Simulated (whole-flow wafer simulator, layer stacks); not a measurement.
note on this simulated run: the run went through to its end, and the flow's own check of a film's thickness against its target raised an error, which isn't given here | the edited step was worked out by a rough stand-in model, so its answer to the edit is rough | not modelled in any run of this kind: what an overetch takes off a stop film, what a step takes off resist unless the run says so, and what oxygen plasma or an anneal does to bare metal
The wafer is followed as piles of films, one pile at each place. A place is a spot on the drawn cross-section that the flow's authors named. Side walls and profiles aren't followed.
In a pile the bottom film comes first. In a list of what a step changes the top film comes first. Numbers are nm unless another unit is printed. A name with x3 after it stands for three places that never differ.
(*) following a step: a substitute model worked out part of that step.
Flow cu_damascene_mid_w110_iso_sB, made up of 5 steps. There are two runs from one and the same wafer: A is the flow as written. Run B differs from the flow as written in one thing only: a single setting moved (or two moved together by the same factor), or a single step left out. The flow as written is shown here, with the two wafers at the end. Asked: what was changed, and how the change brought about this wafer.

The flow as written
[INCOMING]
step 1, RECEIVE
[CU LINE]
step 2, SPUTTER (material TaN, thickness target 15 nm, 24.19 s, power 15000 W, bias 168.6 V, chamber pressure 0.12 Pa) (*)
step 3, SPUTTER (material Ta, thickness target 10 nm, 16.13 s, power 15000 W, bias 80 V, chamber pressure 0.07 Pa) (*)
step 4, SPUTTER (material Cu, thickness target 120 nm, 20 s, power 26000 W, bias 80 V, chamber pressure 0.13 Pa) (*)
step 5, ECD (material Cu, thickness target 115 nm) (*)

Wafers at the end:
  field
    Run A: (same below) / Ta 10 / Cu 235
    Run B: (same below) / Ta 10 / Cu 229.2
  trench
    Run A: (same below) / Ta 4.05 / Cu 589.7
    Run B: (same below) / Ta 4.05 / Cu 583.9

Cause: step 5, ECD: thickness target 109.2 nm was run, whereas the flow has thickness target 115 nm.

The path from the change to this, step by step:
  step 5, ECD (material Cu, thickness target 115 nm) (*)
      field: A +115 Cu | B +109.2 Cu
